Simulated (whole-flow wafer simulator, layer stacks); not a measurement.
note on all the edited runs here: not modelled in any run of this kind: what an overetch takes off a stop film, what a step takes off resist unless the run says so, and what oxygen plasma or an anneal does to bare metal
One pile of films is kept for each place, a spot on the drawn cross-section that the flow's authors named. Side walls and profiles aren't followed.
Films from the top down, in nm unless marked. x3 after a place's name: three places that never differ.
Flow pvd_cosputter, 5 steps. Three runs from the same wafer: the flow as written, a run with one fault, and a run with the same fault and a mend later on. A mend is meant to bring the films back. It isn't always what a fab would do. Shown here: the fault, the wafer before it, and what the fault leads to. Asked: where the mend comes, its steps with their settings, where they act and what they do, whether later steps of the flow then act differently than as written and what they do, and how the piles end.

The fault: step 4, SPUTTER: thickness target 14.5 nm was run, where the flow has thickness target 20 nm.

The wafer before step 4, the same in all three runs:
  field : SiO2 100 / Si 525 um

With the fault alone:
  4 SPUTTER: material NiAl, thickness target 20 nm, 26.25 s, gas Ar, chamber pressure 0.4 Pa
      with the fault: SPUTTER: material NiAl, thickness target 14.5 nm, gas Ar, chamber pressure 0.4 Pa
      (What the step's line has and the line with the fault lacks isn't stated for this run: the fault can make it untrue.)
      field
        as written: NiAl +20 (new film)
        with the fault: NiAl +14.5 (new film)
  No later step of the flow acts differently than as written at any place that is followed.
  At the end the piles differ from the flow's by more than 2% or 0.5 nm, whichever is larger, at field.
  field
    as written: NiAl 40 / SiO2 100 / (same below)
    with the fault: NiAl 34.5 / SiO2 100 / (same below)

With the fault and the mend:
  The mend comes after step 4.
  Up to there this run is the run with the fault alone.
  4a SPUTTER: material NiAl, thickness target 5.5 nm, gas Ar, chamber pressure 0.4 Pa (the flow's step 4 once more, with other settings)
      field
        NiAl +5.5
  No later step of the flow acts differently than as written at any place that is followed.
  At the end the piles are the same as the flow's at every place that both follow.
